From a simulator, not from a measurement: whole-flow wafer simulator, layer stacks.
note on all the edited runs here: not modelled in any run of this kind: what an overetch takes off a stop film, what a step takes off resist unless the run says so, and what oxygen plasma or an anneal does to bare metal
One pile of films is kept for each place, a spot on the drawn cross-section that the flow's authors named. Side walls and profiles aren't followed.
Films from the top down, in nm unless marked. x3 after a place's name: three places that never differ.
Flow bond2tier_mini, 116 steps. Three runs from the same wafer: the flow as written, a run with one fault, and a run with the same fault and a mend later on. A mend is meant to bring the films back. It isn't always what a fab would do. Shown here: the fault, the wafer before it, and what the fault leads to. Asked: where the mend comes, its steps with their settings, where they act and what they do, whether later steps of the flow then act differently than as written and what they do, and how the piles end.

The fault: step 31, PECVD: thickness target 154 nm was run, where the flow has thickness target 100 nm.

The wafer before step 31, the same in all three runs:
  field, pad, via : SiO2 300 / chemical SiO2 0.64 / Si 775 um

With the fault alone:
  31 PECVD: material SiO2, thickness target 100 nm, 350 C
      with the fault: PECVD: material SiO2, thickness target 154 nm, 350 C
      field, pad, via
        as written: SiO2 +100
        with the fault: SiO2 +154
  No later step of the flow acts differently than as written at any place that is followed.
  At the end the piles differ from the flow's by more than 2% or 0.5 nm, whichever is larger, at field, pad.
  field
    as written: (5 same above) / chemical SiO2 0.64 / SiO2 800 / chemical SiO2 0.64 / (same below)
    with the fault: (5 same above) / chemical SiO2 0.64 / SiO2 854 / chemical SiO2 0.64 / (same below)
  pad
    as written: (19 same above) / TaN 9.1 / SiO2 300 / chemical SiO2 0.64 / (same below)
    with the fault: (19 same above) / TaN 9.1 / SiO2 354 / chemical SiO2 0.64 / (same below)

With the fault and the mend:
  The mend comes after step 31.
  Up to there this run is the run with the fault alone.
  31a ETCH: chemistry CHF3/CF4-rie, etches SiO2, depth target 54 nm (the flow's step 9 once more, with other settings)
      field, pad, via
        SiO2 -54
  No later step of the flow acts differently than as written at any place that is followed.
  At the end the piles are the same as the flow's at every place that both follow.
